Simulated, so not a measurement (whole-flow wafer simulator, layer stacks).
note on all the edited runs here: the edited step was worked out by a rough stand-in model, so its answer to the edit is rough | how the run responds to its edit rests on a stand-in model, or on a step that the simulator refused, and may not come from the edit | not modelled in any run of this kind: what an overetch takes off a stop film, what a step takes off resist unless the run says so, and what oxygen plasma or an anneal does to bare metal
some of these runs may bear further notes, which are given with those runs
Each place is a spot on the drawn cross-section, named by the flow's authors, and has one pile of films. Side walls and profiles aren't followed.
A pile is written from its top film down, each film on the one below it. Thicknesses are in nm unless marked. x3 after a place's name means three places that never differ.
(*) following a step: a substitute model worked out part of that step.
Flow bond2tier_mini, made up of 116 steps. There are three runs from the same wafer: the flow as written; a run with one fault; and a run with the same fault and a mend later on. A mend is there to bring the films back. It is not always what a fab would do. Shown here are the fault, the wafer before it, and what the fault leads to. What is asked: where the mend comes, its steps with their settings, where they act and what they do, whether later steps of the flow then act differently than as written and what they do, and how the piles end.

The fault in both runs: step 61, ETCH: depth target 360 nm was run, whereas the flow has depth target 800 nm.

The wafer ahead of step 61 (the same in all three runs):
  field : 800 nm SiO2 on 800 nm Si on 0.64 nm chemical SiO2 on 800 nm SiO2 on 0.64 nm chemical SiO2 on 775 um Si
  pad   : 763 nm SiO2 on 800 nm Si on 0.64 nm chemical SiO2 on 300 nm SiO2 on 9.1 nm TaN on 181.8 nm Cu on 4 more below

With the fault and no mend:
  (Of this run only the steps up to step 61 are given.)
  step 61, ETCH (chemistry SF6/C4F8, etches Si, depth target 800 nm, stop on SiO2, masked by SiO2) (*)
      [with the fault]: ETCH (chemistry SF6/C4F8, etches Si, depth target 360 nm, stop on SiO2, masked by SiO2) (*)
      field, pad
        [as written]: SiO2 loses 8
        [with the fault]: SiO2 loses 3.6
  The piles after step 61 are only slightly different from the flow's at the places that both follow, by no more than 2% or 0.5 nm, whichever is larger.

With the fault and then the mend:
  The mend follows step 61.
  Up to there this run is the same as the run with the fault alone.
  step 61a, ETCH (chemistry SF6/C4F8, etches Si, depth target 440 nm, stop on SiO2, masked by SiO2) (*) (the flow's step 61, run once more with other settings)
      field, pad
        SiO2 loses 4.4
  None of the later steps of the flow acts differently than as written at any place that is followed.
  By the end, the piles equal the flow's at every place that both follow.
